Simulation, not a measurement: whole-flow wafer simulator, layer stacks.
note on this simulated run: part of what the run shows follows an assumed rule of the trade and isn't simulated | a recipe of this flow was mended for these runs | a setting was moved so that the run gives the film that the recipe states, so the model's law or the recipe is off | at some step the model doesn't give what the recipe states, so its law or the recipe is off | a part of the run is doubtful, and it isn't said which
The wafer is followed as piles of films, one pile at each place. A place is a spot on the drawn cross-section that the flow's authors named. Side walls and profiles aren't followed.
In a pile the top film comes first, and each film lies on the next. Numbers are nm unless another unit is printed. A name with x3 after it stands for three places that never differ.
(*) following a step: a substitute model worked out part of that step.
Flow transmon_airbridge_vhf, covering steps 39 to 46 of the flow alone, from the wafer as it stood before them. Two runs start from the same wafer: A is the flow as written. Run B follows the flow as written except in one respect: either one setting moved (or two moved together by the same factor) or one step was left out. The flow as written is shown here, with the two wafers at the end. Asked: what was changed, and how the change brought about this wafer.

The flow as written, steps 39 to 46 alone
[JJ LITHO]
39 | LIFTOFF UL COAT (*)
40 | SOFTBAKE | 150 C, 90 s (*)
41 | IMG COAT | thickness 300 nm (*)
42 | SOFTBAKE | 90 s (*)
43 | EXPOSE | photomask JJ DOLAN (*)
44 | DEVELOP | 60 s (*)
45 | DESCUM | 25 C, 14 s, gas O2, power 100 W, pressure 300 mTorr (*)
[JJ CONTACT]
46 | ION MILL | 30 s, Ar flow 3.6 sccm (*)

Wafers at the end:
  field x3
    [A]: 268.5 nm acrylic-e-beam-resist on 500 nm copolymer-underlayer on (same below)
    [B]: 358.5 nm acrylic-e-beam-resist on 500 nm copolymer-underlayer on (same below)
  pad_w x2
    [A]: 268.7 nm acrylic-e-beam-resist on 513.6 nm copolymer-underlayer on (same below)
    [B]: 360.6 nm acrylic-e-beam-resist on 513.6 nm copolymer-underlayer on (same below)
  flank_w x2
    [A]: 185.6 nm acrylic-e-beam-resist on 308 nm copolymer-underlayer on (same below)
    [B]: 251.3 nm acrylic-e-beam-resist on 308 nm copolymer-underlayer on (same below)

The reason: step 41, IMG COAT: thickness 390 nm was run, whereas the flow has thickness 300 nm.

The path from the change to this, step by step:
  41 | IMG COAT | thickness 300 nm (*)
      field x3, jj_line, ground_far x3: A +300 acrylic-e-beam-resist (new film) | B +390 acrylic-e-beam-resist (new film)
      pad_w x2: A +300.2 acrylic-e-beam-resist (new film) | B +392.1 acrylic-e-beam-resist (new film)
      (and at 8 other places as well)
  44 | DEVELOP | 60 s (*)
      jj_line: A -300 acrylic-e-beam-resist (all of it), -500 copolymer-underlayer (all of it) | B -390 acrylic-e-beam-resist (all of it), -500 copolymer-underlayer (all of it)
